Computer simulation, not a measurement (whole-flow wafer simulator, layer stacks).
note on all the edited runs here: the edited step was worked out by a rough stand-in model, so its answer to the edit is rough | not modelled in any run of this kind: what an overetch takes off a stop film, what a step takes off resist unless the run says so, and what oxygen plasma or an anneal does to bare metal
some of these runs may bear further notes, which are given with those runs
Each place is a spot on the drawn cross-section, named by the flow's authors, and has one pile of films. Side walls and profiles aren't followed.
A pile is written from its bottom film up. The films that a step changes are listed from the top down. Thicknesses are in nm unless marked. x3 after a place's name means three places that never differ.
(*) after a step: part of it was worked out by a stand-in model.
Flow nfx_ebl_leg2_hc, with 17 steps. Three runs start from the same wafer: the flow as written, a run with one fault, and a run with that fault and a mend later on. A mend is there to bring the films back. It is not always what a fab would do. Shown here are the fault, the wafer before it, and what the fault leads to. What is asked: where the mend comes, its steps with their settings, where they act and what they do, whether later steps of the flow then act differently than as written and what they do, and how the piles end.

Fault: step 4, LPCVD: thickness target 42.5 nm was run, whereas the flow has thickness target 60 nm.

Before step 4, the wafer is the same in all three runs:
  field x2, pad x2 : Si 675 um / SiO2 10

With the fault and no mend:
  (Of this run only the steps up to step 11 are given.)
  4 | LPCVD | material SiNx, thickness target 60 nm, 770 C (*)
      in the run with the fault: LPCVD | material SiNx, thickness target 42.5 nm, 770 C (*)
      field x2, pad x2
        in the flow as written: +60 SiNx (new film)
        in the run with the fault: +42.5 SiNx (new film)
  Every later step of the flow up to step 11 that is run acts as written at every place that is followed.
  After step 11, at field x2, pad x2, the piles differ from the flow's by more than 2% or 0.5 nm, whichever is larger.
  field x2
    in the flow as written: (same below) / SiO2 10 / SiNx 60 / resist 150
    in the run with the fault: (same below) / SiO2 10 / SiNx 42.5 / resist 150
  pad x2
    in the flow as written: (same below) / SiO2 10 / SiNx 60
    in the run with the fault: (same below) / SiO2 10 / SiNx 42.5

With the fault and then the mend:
  After step 5 comes the mend.
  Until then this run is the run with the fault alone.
  5a | ETCH | chemistry h3po4, depth target 48.87 nm
      field x2, pad x2
        -42.5 SiNx (all of it)
  5b | CLEAN | chemistry SC1/SC2 (the flow's step 2 again)
      alters no film at any place that is followed
  5c | LPCVD | material SiNx, thickness target 60 nm, 770 C (*) (the flow's step 4 again)
      field x2, pad x2
        +60 SiNx (new film)
  Every later step of the flow that is run acts as written at every place that is followed.
  At every place that both follow, the piles at the end match the flow's.
